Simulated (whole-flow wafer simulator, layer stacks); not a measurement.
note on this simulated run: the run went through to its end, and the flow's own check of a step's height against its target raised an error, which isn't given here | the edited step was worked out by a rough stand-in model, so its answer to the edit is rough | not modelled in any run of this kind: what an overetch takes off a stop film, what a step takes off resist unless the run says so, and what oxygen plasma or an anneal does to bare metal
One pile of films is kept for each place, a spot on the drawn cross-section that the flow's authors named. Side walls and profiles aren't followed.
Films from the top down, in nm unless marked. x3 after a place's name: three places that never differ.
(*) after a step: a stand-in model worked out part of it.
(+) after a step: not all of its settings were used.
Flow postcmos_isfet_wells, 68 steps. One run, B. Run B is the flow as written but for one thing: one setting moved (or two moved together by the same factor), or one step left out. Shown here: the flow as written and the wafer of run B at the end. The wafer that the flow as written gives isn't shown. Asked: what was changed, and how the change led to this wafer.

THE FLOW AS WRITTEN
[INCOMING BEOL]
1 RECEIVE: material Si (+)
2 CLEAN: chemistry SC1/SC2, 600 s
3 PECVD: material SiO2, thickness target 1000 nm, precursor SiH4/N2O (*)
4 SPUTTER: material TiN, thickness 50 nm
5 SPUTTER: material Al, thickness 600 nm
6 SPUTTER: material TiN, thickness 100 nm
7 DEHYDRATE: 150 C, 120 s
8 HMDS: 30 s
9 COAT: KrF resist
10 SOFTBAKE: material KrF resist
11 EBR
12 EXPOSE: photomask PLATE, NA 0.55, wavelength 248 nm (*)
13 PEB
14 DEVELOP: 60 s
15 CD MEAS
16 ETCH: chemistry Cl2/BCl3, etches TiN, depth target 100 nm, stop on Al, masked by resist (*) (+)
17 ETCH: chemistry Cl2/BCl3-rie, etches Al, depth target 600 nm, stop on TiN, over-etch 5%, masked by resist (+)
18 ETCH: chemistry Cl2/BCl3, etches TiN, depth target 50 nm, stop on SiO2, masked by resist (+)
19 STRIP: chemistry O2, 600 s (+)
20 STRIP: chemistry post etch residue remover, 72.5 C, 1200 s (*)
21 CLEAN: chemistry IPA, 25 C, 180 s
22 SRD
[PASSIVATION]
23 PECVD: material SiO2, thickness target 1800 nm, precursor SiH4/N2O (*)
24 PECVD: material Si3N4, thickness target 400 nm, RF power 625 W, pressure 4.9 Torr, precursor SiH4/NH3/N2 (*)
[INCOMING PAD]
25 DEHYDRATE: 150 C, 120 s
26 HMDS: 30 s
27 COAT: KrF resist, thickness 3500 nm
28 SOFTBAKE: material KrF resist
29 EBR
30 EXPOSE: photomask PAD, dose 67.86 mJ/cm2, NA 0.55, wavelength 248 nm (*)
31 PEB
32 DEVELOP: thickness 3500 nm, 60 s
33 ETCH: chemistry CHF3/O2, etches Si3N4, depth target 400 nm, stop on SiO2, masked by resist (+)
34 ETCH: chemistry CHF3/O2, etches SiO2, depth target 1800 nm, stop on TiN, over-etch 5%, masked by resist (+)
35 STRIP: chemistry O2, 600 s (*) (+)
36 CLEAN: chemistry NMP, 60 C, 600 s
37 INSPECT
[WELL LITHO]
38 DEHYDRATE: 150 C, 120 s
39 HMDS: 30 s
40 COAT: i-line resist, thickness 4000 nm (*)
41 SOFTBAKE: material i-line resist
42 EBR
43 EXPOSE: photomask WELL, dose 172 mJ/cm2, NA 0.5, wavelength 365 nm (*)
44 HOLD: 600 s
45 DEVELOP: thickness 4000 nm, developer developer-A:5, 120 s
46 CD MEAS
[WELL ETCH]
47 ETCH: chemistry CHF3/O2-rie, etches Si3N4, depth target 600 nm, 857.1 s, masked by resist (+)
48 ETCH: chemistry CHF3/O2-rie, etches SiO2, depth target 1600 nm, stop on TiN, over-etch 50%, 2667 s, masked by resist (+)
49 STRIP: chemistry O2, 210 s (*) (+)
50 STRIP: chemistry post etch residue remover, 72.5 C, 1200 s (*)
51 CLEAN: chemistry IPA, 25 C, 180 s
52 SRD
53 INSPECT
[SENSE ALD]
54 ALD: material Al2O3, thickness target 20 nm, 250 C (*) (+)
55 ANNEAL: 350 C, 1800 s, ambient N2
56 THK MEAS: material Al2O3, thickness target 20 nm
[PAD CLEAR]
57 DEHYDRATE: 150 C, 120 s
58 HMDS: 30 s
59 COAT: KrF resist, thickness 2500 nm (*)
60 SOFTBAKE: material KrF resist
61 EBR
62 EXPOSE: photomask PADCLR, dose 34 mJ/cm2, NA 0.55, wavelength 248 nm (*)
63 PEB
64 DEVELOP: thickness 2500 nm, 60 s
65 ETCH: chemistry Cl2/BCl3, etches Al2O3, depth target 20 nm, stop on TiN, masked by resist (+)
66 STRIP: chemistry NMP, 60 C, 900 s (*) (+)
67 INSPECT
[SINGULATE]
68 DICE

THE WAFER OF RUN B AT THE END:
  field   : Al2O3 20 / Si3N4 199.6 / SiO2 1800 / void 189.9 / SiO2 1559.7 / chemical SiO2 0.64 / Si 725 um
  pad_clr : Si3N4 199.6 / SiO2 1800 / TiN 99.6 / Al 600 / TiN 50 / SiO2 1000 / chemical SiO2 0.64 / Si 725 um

The cause: step 24, PECVD: thickness target 200 nm was run, where the flow has thickness target 400 nm.

How the change led to this, step by step:
  24 PECVD: material Si3N4, thickness target 400 nm, RF power 625 W, pressure 4.9 Torr, precursor SiH4/NH3/N2 (*)
      field, margin, well900, well1300 x3, pad_rim, pad_clr, pad_open: Si3N4 +200 (new film) (as written it would be: Si3N4 +400 (new film))
  33 ETCH: chemistry CHF3/O2, etches Si3N4, depth target 400 nm, stop on SiO2, masked by resist (+)
      field, margin, well900, well1300 x3, pad_rim, pad_clr: KrF resist -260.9 (as written it would be: KrF resist -347.8)
      pad_open: Si3N4 -200 (all of it) (as written it would be: Si3N4 -400 (all of it))
  35 STRIP: chemistry O2, 600 s (*) (+)
      field, margin, well900, well1300 x3, pad_rim, pad_clr: KrF resist -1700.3 (all of it) (as written it would be: KrF resist -1613.3 (all of it))
  41 SOFTBAKE: material i-line resist
      pad_clr: i-line resist -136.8 (as written it would be: i-line resist -156.7)
      pad_open: i-line resist +106.4 (as written it would be: i-line resist +115.3)
  47 ETCH: chemistry CHF3/O2-rie, etches Si3N4, depth target 600 nm, 857.1 s, masked by resist (+)
      well900, well1300 x3: Si3N4 -200 (all of it), SiO2 -400 (as written it would be: Si3N4 -400 (all of it), SiO2 -200)
  48 ETCH: chemistry CHF3/O2-rie, etches SiO2, depth target 1600 nm, stop on TiN, over-etch 50%, 2667 s, masked by resist (+)
      well900, well1300 x3: SiO2 -1400 (all of it) (as written it would be: SiO2 -1600 (all of it))
  49 STRIP: chemistry O2, 210 s (*) (+)
      pad_clr: i-line resist -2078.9 (all of it) (as written it would be: i-line resist -1996.5 (all of it))
      pad_open: i-line resist -3735.7 (all of it) (as written it would be: i-line resist -3816.3 (all of it))
  59 COAT: KrF resist, thickness 2500 nm (*)
      field: KrF resist +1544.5 (new film) (as written it would be: KrF resist +1449 (new film))
      margin: KrF resist +1544.5 (new film) (as written it would be: KrF resist +1448.9 (new film))
      (and at 2 more places)
  63 PEB
      field, margin: KrF resist -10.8 (as written it would be: KrF resist -10.1)
  64 DEVELOP: thickness 2500 nm, 60 s
      pad_clr: KrF resist -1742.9 (all of it) (as written it would be: KrF resist -1676 (all of it))
  66 STRIP: chemistry NMP, 60 C, 900 s (*) (+)
      field: KrF resist -1495 (all of it) (as written it would be: KrF resist -1400.1 (all of it))
      margin: KrF resist -1494.9 (all of it) (as written it would be: KrF resist -1400.1 (all of it))
      (and at 1 more place)
